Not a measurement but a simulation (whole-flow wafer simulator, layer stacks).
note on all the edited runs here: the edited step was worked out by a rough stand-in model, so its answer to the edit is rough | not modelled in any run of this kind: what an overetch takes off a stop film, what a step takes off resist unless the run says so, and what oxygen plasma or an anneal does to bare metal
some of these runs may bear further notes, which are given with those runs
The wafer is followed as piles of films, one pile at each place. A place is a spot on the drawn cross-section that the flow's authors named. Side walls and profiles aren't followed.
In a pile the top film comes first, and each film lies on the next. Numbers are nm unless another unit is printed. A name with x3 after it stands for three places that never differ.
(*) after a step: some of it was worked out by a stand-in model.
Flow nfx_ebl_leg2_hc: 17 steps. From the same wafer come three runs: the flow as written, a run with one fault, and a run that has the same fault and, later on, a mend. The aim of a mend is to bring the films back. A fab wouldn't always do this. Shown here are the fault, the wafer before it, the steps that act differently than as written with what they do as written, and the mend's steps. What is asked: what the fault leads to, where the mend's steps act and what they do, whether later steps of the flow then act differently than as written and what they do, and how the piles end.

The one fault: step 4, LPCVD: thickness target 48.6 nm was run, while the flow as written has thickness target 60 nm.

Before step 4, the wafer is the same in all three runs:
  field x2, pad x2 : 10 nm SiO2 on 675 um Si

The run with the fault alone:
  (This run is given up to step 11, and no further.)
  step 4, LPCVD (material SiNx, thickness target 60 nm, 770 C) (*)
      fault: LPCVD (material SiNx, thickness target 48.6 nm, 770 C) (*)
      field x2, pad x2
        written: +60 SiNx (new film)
        fault: +48.6 SiNx (new film)
  Later steps of the flow up to step 11 that are run all act as written at every place that is followed.
  The piles after step 11 differ from the flow's at field x2, pad x2 by more than 2% or 0.5 nm, whichever is larger.
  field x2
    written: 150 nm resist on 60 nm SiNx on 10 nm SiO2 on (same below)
    fault: 150 nm resist on 48.6 nm SiNx on 10 nm SiO2 on (same below)
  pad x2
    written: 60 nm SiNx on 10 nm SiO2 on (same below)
    fault: 48.6 nm SiNx on 10 nm SiO2 on (same below)

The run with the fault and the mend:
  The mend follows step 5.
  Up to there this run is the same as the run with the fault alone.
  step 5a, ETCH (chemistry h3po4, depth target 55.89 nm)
      field x2, pad x2
        -48.6 SiNx (all of it)
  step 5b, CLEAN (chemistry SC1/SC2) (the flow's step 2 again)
      does not change any film at any place that is followed
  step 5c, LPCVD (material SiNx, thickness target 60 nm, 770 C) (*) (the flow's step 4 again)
      field x2, pad x2
        +60 SiNx (new film)
  Later steps of the flow that are run all act as written at every place that is followed.
  At every place that both follow, the piles at the end match the flow's.
